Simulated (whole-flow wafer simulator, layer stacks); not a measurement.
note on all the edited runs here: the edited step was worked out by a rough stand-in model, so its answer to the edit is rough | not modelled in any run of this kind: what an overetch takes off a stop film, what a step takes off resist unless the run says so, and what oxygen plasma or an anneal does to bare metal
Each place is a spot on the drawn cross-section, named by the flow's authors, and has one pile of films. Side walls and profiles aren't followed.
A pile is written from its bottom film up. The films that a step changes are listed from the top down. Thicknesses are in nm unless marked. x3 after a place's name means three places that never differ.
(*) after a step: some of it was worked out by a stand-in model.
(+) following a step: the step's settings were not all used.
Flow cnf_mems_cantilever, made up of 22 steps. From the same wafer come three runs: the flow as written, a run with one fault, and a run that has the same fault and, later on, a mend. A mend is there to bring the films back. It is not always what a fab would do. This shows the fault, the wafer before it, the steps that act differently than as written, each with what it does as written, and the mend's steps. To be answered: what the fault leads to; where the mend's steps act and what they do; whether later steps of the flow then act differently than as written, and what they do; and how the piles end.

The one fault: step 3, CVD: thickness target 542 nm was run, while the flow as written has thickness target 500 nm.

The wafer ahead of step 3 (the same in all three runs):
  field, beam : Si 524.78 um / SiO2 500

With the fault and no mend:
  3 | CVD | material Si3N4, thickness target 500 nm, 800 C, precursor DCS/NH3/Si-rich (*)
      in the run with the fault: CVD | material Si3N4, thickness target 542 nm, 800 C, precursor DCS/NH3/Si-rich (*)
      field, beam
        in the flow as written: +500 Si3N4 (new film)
        in the run with the fault: +542 Si3N4 (new film)
  Steps later in the flow that act otherwise than as written:
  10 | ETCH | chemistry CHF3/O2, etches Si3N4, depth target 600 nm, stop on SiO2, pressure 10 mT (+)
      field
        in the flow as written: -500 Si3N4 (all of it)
        in the run with the fault: -542 Si3N4 (all of it)
  The piles end different from the flow's at beam by more than 2% or 0.5 nm, whichever is larger.
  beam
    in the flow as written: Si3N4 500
    in the run with the fault: Si3N4 542

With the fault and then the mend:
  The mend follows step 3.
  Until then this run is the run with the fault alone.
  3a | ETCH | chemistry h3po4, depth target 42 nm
      field, beam
        -42 Si3N4
  Later steps of the flow that are run all act as written at every place that is followed.
  The piles end the same as the flow's at every place that both follow.
